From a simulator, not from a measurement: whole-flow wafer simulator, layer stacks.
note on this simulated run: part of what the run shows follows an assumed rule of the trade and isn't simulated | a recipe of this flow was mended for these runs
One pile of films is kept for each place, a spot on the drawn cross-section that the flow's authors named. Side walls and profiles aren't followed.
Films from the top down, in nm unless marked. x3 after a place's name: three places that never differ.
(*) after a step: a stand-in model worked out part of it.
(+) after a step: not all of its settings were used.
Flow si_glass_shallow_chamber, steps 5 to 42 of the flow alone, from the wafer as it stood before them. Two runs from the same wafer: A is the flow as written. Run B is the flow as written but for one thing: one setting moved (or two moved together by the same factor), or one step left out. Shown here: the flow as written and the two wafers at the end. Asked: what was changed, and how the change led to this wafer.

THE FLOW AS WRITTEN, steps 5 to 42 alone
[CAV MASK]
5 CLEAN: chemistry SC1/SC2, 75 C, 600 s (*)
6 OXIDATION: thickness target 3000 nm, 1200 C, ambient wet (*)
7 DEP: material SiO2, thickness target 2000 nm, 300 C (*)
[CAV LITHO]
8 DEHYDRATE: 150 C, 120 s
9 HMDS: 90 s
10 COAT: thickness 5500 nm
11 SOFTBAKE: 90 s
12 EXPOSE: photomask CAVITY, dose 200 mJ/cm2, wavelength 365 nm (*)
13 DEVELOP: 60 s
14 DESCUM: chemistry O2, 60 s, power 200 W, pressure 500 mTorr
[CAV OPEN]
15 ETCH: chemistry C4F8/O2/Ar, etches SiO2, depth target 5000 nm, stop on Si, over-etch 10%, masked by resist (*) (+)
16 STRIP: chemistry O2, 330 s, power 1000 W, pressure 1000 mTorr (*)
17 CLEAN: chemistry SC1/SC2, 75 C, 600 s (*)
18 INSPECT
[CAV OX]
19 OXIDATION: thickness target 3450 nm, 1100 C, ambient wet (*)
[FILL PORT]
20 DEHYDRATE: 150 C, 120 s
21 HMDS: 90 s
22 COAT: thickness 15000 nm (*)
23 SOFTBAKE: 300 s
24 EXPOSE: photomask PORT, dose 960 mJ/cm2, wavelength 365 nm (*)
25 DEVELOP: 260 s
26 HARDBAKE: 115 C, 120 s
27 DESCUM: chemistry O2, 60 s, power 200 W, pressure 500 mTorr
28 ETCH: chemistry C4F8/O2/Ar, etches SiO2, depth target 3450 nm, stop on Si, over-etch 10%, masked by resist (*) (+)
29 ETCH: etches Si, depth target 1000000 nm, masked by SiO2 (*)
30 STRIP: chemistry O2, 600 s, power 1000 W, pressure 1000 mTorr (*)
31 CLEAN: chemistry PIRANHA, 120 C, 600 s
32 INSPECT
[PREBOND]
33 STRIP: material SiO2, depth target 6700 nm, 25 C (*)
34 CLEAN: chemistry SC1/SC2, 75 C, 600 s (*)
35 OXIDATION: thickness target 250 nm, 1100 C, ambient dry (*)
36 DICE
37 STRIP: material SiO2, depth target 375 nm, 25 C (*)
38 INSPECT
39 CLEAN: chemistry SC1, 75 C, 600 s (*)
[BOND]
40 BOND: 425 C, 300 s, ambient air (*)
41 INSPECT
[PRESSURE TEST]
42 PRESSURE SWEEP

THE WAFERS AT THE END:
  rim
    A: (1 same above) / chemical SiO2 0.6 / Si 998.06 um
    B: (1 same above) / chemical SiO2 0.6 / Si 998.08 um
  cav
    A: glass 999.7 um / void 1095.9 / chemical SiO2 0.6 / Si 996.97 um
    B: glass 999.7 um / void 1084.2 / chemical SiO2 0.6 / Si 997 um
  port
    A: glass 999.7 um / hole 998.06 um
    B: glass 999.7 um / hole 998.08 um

The cause: step 7, DEP: thickness target 2240 nm was run, where the flow has thickness target 2000 nm.

How the change led to this, step by step:
  7 DEP: material SiO2, thickness target 2000 nm, 300 C (*)
      rim, ramp, cav, port, septum, ring: A SiO2 +2000 | B SiO2 +2240
  15 ETCH: chemistry C4F8/O2/Ar, etches SiO2, depth target 5000 nm, stop on Si, over-etch 10%, masked by resist (*) (+)
      cav, port: A SiO2 -5000 (all of it), Si -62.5 | B SiO2 -5240 (all of it), Si -32.5
  19 OXIDATION: thickness target 3450 nm, 1100 C, ambient wet (*)
      rim, ramp, septum, ring: A SiO2 +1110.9, Si -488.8 | B SiO2 +1069.3, Si -470.5
  22 COAT: thickness 15000 nm (*)
      rim: A thick-i-line-resist +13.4 um (new film) | B thick-i-line-resist +13.33 um (new film)
      ramp: A thick-i-line-resist +12.89 um (new film) | B thick-i-line-resist +12.79 um (new film)
      (and at 3 more places)
  23 SOFTBAKE: 300 s
      rim: A thick-i-line-resist -997 | B thick-i-line-resist -1049.8
      ramp: A thick-i-line-resist -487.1 | B thick-i-line-resist -515.1
      (and at 4 more places)
  25 DEVELOP: 260 s
      port: A thick-i-line-resist -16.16 um (all of it) | B thick-i-line-resist -16.21 um (all of it)
  29 ETCH: etches Si, depth target 1000000 nm, masked by SiO2 (*)
      rim, ramp: A thick-i-line-resist -11.47 um (all of it), SiO2 -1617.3 | B thick-i-line-resist -11.35 um (all of it), SiO2 -1685.3
      port: A hole +997.05 um (new film), Si -997.05 um (all of it) | B hole +997.08 um (new film), Si -997.08 um (all of it)
      (and at 1 more place)
  30 STRIP: chemistry O2, 600 s, power 1000 W, pressure 1000 mTorr (*)
      cav: A thick-i-line-resist -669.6 (all of it) | B thick-i-line-resist -726.3 (all of it)
  33 STRIP: material SiO2, depth target 6700 nm, 25 C (*)
      rim, ramp: A SiO2 -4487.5 (all of it) | B SiO2 -4617.9 (all of it)
      septum: A SiO2 -5732.1 (all of it) | B SiO2 -5924.7 (all of it)
      (and at 1 more place)
